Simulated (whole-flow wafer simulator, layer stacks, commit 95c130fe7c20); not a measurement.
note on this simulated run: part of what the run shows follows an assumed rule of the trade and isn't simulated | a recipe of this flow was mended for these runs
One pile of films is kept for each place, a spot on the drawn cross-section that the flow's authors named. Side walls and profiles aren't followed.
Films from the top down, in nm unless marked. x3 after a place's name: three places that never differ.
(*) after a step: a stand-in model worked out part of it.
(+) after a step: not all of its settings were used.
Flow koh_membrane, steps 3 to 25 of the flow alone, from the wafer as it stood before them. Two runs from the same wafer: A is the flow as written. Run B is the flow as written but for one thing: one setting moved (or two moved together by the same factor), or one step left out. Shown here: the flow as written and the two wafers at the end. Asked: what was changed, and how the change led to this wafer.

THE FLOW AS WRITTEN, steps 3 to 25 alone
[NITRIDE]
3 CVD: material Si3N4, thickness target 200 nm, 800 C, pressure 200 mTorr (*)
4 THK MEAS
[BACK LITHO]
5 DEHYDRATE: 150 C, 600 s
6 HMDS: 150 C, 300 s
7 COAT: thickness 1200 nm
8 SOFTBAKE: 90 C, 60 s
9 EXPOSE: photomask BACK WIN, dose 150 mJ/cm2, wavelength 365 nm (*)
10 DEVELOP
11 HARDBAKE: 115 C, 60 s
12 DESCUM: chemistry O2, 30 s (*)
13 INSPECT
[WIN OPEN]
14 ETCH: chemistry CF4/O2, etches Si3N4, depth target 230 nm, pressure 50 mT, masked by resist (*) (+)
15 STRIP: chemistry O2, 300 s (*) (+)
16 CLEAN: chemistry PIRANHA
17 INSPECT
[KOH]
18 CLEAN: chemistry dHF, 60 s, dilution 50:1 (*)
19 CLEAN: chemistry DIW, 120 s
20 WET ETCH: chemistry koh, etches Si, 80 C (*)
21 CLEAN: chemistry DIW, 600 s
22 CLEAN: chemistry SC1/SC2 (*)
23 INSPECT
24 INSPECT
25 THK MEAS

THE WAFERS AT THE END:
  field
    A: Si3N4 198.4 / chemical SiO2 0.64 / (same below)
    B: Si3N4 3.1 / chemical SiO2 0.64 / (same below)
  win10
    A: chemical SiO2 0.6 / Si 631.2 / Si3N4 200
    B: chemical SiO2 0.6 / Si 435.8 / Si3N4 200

The cause: step 3, CVD: 620 C was run, where the flow has 800 C.

How the change led to this, step by step:
  3 CVD: material Si3N4, thickness target 200 nm, 800 C, pressure 200 mTorr (*)
      field, win20 x4, win10: A Si3N4 +200 (new film) | B Si3N4 +4.68 (new film)
  14 ETCH: chemistry CF4/O2, etches Si3N4, depth target 230 nm, pressure 50 mT, masked by resist (*) (+)
      win20 x4, win10: A Si3N4 -200 (all of it), chemical SiO2 -0.64 (all of it), Si -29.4 | B Si3N4 -4.68 (all of it), chemical SiO2 -0.64 (all of it), Si -224.7
  20 WET ETCH: chemistry koh, etches Si, 80 C (*)
      win20 x4: A Si -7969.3 (all of it) | B Si -7774 (all of it)
